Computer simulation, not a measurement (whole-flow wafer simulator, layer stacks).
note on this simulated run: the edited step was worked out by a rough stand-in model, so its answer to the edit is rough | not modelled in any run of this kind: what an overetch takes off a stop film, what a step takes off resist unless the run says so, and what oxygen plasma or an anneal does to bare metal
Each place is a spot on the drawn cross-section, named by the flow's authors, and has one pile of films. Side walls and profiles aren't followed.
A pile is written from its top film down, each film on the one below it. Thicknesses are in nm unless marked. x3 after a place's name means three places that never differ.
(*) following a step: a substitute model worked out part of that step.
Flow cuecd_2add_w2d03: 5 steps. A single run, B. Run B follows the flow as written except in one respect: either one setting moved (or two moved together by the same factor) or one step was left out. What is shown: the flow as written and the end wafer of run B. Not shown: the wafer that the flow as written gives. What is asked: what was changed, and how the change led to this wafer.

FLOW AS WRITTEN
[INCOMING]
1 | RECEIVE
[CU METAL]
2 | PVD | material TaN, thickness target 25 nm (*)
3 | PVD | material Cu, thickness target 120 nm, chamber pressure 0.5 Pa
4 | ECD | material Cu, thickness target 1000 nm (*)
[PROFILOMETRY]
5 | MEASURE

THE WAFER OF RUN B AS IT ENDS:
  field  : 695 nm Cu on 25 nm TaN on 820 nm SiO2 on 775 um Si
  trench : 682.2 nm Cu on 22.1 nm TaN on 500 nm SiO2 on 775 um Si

The reason: step 4, ECD: thickness target 575 nm was run, though the flow has thickness target 1000 nm.

Step by step, how the change led to this:
  4 | ECD | material Cu, thickness target 1000 nm (*)
      field, trench: +575 Cu (it would be, as written: +1000 Cu)
